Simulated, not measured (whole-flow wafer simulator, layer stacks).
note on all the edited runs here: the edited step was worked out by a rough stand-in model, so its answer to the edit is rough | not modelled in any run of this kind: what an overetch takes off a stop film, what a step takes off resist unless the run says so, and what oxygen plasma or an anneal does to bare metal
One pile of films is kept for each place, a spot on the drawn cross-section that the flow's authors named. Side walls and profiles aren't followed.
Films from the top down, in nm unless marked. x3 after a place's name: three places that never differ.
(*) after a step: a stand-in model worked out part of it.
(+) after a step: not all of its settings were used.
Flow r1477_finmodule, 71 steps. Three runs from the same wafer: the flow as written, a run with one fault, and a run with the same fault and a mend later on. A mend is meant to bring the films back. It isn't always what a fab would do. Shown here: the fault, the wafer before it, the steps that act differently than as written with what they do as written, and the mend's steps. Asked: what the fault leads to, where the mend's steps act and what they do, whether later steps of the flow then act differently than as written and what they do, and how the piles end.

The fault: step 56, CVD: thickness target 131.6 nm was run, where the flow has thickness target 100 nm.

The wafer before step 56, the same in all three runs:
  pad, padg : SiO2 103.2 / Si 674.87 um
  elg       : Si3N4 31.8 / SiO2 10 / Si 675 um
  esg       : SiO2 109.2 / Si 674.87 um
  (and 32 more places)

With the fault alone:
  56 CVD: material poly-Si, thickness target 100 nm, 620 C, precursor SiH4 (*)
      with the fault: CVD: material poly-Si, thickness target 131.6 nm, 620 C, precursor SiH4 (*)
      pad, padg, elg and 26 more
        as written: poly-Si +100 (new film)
        with the fault: poly-Si +131.6 (new film)
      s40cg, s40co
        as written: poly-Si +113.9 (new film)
        with the fault: poly-Si +146 (new film)
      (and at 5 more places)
  Later steps of the flow that act differently than as written (2 more steps differ only slightly, by at most 2% or 0.5 nm, whichever is larger, and aren't shown):
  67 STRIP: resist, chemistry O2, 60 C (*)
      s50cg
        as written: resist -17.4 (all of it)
        with the fault: resist -16.8 (all of it)
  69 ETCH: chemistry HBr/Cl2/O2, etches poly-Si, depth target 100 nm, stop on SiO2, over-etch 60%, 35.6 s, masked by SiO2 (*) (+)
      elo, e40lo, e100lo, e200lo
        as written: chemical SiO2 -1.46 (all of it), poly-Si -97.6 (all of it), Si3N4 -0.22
        with the fault: chemical SiO2 -1.46 (all of it), poly-Si -129.2 (all of it)
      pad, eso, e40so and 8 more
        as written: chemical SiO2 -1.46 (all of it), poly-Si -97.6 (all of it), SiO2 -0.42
        with the fault: chemical SiO2 -1.46 (all of it), poly-Si -129.2 (all of it), SiO2 -0.15
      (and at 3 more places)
  At the end the piles differ from the flow's by more than 2% or 0.5 nm, whichever is larger, at padg, elg, esg and 15 more.
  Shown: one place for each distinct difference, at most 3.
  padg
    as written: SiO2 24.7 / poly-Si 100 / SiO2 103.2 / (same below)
    with the fault: SiO2 24.7 / poly-Si 131.6 / SiO2 103.2 / (same below)
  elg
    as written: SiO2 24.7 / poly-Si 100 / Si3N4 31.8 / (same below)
    with the fault: SiO2 24.7 / poly-Si 131.6 / Si3N4 31.8 / (same below)
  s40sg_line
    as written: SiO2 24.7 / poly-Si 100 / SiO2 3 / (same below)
    with the fault: SiO2 24.7 / poly-Si 131.6 / SiO2 3 / (same below)

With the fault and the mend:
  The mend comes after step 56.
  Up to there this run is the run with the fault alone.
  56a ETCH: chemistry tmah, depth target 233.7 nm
      pad, padg, elg and 26 more
        poly-Si -131.6 (all of it)
      s40cg, s40co
        poly-Si -146 (all of it)
      s45cg, s45co
        poly-Si -145.6 (all of it)
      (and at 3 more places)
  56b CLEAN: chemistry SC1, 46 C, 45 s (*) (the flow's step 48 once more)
      s40sg_line, s45sg_line, s50sg_line, s40so_line, s45so_line, s50so_line
        SiO2 -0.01
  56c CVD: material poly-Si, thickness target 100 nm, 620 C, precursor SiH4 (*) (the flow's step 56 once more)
      pad, padg, elg and 26 more
        poly-Si +100 (new film)
      s40cg, s40co
        poly-Si +113.9 (new film)
      s45cg, s45co
        poly-Si +113.4 (new film)
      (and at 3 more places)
  No later step of the flow acts differently than as written, at any place that is followed, by more than 2% or 0.5 nm, whichever is larger.
  At the end the piles differ from the flow's only slightly at the places that both follow, by at most 2% or 0.5 nm, whichever is larger.
